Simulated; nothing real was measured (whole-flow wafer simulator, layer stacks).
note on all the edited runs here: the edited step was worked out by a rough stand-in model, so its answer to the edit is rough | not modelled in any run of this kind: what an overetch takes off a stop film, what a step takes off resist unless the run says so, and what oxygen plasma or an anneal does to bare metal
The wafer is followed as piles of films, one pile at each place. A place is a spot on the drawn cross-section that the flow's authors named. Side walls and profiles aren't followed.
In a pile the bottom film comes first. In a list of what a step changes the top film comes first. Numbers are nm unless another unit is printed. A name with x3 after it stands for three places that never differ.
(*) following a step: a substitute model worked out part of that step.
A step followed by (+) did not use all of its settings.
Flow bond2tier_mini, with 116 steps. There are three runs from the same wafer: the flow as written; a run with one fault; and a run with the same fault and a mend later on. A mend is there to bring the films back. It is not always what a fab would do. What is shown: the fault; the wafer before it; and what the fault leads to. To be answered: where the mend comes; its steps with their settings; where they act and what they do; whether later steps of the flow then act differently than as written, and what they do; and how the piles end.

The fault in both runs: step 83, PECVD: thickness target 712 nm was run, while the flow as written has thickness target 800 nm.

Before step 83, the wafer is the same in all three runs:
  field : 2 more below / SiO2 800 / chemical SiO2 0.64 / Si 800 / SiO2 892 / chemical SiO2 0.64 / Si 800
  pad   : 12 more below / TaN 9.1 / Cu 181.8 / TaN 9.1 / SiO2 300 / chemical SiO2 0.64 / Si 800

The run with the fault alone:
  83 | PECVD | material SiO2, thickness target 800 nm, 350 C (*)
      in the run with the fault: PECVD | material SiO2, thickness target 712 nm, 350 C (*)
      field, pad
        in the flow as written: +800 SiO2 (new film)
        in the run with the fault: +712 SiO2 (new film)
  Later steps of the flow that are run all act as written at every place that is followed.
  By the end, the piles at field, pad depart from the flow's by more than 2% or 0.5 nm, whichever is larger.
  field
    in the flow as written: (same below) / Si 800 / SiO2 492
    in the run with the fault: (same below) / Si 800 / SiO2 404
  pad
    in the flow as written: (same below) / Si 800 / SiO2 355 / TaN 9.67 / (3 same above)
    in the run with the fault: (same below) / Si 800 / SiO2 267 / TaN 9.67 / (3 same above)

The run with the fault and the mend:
  After step 88 comes the mend.
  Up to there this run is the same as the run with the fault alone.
  88a | STRIP | chemistry O2, over-ash 100% (+)
      field
        -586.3 KrF resist (all of it)
  88b | PECVD | material SiO2, thickness target 88 nm, 350 C (the flow's step 83, run once more with other settings)
      field, pad
        +88 SiO2
  88c | COAT | KrF resist, thickness 600 nm (the flow's step 84, run once more)
      field, pad
        +600 KrF resist (new film)
  88d | SOFTBAKE | KrF resist (the flow's step 85, run once more)
      alters no film at any place that is followed
  88e | EXPOSE | photomask T3TRIM, NA 0.6 (the flow's step 86, run once more)
      alters no film at any place that is followed
  88f | PEB | KrF resist (the flow's step 87, run once more)
      alters no film at any place that is followed
  88g | DEVELOP | developer TMAH-0.26N, 60 s (the flow's step 88, run once more)
      field
        -13.7 KrF resist
      pad
        -600 KrF resist (all of it)
  Later steps of the flow that are run all act as written at every place that is followed.
  The piles end the same as the flow's at every place that both follow.
